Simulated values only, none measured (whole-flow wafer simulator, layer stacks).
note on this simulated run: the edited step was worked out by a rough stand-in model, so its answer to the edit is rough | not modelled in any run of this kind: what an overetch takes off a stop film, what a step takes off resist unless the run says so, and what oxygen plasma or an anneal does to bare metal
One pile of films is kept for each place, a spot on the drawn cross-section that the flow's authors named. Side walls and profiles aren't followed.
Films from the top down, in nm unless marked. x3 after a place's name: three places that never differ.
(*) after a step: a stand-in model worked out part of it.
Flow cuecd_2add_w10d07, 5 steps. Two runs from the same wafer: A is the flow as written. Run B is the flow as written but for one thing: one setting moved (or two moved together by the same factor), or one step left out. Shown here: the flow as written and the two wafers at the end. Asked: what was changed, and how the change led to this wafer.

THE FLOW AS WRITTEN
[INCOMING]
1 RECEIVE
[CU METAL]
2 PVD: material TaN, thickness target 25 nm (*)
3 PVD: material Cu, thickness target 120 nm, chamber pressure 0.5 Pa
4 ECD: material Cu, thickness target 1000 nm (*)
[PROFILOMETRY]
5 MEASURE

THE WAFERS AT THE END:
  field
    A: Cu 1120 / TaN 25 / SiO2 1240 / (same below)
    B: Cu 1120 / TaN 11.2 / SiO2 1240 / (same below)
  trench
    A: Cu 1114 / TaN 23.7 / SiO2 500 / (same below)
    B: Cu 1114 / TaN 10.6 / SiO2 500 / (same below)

The cause: step 2, PVD: thickness target 11.2 nm was run, where the flow has thickness target 25 nm.
It can be read off the wafer: field has TaN 11.2, and step 2 as written asks for 25 nm.

How the change led to this, step by step:
  2 PVD: material TaN, thickness target 25 nm (*)
      field: A TaN +25 (new film) | B TaN +11.2 (new film)
      trench: A TaN +23.7 (new film) | B TaN +10.6 (new film)
